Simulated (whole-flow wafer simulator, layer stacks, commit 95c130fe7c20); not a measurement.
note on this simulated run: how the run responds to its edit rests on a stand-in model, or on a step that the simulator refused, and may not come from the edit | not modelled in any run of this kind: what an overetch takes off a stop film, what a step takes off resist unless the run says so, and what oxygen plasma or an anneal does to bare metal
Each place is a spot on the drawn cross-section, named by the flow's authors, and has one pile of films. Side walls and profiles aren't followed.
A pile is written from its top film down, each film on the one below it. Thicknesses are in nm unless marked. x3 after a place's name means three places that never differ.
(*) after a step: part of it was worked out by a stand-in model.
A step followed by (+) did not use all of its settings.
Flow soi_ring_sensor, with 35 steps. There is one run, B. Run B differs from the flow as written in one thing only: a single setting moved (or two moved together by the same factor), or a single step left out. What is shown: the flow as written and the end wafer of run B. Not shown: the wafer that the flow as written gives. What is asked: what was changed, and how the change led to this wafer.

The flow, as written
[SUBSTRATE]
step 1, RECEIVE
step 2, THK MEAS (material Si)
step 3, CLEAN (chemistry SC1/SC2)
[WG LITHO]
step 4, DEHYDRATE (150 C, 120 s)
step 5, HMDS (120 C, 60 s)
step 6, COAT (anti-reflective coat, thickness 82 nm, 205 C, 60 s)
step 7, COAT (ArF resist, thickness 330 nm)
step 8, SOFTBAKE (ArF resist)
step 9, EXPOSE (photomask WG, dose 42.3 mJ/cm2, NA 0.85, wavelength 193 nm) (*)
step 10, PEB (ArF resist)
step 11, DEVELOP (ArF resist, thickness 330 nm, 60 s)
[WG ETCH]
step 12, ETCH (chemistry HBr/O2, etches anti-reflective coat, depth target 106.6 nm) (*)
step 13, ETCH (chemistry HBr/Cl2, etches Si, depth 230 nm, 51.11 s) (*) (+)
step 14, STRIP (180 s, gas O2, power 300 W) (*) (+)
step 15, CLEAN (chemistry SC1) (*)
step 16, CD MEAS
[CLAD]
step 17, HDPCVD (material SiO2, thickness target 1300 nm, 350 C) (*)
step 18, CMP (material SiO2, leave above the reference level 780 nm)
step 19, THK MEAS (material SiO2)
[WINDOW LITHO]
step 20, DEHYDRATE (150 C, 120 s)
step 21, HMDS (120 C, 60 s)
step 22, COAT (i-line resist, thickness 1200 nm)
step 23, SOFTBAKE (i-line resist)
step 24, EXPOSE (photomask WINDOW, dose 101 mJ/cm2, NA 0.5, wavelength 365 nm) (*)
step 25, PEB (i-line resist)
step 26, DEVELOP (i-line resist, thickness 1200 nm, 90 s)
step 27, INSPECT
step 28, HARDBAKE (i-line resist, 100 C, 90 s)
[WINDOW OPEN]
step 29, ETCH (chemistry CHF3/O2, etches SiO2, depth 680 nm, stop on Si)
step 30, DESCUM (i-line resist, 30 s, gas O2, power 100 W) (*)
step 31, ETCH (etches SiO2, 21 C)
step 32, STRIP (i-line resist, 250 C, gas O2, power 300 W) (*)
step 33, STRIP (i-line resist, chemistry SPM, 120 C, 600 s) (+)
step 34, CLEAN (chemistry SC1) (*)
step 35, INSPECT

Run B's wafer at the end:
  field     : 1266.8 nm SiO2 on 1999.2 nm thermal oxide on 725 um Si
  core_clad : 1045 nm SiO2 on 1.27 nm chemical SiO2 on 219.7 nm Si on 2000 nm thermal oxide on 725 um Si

Cause: step 18, CMP: leave above the reference level 1045 nm was run, whereas the flow has leave above the reference level 780 nm.
The wafer lets one read it off: core_clad has SiO2 1045, and step 18 as written asks for 780 nm.

The path from the change to this, step by step:
  step 18, CMP (material SiO2, leave above the reference level 780 nm)
      gap, window, field, gap_clad: SiO2 loses 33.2 (it would be, as written: SiO2 loses 298.2)
      core, core_clad: SiO2 loses 255 (it would be, as written: SiO2 loses 520)
  step 31, ETCH (etches SiO2, 21 C)
      core: SiO2 loses 365 (all of it), chemical SiO2 loses 1.27 (all of it) (it would be, as written: SiO2 loses 100 (all of it), chemical SiO2 loses 1.27 (all of it))
